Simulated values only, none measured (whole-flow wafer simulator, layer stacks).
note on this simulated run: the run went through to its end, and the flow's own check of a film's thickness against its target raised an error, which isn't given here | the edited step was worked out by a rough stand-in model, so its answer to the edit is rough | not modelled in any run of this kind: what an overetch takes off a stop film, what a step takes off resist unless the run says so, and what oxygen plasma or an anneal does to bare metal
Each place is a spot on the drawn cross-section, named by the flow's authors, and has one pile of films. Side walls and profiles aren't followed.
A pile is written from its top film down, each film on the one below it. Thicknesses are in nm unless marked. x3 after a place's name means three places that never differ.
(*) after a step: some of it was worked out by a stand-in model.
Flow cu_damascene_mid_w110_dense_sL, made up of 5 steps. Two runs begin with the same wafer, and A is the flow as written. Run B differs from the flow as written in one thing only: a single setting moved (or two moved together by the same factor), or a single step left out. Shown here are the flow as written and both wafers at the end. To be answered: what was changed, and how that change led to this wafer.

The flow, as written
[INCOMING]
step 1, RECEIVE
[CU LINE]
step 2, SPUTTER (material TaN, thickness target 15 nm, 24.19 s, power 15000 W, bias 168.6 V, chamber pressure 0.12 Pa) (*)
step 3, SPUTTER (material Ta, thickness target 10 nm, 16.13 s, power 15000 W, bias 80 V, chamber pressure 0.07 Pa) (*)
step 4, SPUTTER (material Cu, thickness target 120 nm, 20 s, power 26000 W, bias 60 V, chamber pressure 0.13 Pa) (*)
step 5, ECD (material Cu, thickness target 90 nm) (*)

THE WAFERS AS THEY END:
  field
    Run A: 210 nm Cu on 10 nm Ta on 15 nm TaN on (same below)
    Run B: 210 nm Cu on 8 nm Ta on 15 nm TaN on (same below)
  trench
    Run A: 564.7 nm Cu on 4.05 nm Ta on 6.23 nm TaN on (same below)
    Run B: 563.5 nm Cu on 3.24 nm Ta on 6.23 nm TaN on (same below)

The reason: step 3, SPUTTER: thickness target 8 nm was run, whereas the flow has thickness target 10 nm; step 3, SPUTTER: 12.9 s was run, where the flow has 16.13 s.
The wafer lets one read it off: field has Ta 8, and step 3 as written asks for 10 nm.

The path from the change to this, step by step:
  step 3, SPUTTER (material Ta, thickness target 10 nm, 16.13 s, power 15000 W, bias 80 V, chamber pressure 0.07 Pa) (*)
      field: A Ta gains 10 (new film) | B Ta gains 8 (new film)
      trench: A Ta gains 4.05 (new film) | B Ta gains 3.24 (new film)
